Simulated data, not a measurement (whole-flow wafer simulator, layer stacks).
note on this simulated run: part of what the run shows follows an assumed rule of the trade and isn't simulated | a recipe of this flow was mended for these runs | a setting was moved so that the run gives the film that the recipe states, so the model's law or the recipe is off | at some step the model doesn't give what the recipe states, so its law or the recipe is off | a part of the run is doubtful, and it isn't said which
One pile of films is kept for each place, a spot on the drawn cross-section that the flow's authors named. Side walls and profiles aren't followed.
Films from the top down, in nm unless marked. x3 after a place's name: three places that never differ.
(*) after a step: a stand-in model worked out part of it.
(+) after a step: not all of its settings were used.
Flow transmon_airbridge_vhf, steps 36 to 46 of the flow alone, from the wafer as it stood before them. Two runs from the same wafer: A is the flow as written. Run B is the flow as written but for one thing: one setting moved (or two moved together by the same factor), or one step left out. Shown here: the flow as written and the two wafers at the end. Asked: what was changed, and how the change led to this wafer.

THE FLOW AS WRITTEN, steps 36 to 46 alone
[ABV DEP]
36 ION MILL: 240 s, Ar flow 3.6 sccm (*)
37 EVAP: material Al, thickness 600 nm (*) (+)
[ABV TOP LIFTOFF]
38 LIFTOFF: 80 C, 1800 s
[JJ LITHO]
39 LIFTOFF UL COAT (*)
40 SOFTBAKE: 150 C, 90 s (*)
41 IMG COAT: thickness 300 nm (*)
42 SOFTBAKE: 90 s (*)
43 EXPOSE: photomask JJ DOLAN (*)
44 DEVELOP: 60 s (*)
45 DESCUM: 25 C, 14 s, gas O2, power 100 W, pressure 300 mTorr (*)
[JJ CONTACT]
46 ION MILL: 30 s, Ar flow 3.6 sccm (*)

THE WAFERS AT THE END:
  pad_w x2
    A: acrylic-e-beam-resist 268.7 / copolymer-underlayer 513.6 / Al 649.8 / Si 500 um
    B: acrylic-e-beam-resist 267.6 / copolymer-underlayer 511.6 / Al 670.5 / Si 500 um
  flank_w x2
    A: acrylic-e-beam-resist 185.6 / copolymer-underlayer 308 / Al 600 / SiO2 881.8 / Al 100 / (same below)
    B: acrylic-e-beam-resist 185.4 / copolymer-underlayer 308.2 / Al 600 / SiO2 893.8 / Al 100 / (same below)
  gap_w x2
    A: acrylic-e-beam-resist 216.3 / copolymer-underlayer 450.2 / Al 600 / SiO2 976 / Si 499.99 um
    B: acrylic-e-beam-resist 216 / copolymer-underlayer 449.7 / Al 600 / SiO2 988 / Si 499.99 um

The cause: step 36, ION MILL: 120 s was run, where the flow has 240 s.

How the change led to this, step by step:
  36 ION MILL: 240 s, Ar flow 3.6 sccm (*)
      field x3, jj_line, ground_far, trace_open_s x2, margin_s, margin_n: A i-line-resist -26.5 | B i-line-resist -13.2
      flank_w x2, gap_w x2, cpw_trace, bridge_strip: A SiO2 -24 | B SiO2 -12
      (and at 2 more places)
  38 LIFTOFF: 80 C, 1800 s
      margin_s, margin_n: A Al -600 (all of it), i-line-resist -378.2 (all of it), lift-off-underlayer -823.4 (all of it), acrylic-e-beam-resist -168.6 (all of it) | B Al -600 (all of it), i-line-resist -391.5 (all of it), lift-off-underlayer -823.4 (all of it), acrylic-e-beam-resist -168.6 (all of it)
